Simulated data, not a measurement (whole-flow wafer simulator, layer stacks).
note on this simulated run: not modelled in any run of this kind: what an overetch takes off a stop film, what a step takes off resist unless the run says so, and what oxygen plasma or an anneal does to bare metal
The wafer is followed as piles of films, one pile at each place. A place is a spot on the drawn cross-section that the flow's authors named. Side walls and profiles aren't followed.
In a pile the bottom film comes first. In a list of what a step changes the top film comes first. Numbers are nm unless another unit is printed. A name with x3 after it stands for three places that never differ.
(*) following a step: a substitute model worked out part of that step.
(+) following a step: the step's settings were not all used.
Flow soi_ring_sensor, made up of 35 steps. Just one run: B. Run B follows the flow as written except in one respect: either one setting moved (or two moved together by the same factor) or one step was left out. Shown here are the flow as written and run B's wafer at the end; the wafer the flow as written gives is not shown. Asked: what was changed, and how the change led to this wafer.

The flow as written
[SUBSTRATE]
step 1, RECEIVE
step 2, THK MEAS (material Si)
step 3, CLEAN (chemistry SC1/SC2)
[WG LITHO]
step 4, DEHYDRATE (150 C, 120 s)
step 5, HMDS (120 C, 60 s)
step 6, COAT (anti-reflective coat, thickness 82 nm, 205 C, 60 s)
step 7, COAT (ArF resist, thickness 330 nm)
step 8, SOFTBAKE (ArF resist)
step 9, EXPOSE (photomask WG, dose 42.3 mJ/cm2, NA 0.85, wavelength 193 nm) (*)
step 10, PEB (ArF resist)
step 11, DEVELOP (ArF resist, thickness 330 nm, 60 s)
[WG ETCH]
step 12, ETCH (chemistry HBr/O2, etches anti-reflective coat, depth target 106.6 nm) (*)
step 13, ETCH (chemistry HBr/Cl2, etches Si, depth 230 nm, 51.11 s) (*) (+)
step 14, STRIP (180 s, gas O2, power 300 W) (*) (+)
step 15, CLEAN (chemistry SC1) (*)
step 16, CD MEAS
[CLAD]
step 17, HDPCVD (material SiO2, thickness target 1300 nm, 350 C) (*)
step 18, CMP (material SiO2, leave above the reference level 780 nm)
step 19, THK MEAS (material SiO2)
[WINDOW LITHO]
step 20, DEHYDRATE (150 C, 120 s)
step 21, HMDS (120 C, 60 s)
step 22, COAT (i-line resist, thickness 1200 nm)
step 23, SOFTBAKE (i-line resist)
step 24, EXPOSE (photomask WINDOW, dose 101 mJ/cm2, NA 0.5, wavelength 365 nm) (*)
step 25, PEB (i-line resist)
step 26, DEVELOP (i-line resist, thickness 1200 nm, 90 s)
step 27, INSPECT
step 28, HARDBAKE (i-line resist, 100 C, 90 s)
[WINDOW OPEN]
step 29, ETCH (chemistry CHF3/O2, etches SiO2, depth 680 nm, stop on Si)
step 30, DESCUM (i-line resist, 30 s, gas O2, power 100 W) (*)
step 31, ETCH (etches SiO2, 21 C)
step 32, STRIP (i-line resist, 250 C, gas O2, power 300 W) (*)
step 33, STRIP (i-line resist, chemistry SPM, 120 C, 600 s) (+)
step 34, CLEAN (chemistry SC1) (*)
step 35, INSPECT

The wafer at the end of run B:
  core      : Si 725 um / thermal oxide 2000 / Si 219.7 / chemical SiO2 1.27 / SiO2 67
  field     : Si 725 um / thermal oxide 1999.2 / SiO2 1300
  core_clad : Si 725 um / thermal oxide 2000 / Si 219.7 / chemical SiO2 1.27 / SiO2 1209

Cause: step 18, CMP: leave above the reference level 1209 nm was run, whereas the flow has leave above the reference level 780 nm.
The wafer lets one read it off: core_clad has SiO2 1209, and step 18 as written asks for 780 nm.

The path from the change to this, step by step:
  step 18, CMP (material SiO2, leave above the reference level 780 nm)
      gap, window, field, gap_clad: nothing (as written it would have been: -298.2 SiO2)
      core, core_clad: -91 SiO2 (as written it would have been: -520 SiO2)
  step 22, COAT (i-line resist, thickness 1200 nm)
      core, core_clad: +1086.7 i-line resist (new film) (as written it would have been: +1200 i-line resist (new film))
  step 23, SOFTBAKE (i-line resist)
      core, core_clad: -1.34 i-line resist (as written it would have been: nothing)
      gap, gap_clad: -1.69 i-line resist (as written it would have been: nothing)
  step 25, PEB (i-line resist)
      core, core_clad: -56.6 i-line resist (as written it would have been: -62.8 i-line resist)
  step 26, DEVELOP (i-line resist, thickness 1200 nm, 90 s)
      core: -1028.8 i-line resist (all of it) (as written it would have been: -1137.2 i-line resist (all of it))
  step 31, ETCH (etches SiO2, 21 C)
      core: -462 SiO2 (as written it would have been: -100 SiO2 (all of it), -1.27 chemical SiO2 (all of it))
  step 32, STRIP (i-line resist, 250 C, gas O2, power 300 W) (*)
      core: nothing (as written it would have been: +1.23 chemical SiO2 (new film), -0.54 Si)
      core_clad: -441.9 i-line resist (all of it) (as written it would have been: -550.1 i-line resist (all of it))
